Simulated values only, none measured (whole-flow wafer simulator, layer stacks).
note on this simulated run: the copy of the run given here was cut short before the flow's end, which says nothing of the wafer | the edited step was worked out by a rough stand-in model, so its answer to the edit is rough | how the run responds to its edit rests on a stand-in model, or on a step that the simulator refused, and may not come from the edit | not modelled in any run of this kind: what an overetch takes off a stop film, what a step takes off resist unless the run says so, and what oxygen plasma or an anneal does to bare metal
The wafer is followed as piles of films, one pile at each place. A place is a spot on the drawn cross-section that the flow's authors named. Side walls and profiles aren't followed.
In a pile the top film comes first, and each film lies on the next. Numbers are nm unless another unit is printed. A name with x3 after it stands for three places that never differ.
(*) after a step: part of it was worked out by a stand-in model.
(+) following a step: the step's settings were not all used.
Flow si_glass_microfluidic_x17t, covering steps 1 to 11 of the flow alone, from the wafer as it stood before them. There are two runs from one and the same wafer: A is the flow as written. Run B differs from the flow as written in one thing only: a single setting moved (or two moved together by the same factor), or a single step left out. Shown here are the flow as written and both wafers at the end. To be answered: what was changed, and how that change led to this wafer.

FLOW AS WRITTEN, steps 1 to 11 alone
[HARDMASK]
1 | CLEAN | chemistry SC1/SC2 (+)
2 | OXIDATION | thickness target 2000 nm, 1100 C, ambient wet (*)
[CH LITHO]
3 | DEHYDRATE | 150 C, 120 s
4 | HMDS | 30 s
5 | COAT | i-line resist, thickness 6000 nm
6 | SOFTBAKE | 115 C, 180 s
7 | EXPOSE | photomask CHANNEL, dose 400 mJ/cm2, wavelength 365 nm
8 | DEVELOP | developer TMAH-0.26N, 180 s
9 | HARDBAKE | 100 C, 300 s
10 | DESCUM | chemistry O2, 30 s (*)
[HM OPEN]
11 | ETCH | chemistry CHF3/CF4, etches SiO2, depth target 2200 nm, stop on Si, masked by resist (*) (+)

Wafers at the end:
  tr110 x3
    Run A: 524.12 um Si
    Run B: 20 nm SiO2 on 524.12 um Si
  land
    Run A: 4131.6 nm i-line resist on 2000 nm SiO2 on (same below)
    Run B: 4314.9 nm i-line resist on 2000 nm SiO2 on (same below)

The reason: step 11, ETCH: depth target 1980 nm was run, while the flow as written has depth target 2200 nm.

Step by step, how the change led to this:
  11 | ETCH | chemistry CHF3/CF4, etches SiO2, depth target 2200 nm, stop on Si, masked by resist (*) (+)
      tr110 x3: A SiO2 loses 2000 (all of it) | B SiO2 loses 1980
      land: A i-line resist loses 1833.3 | B i-line resist loses 1650
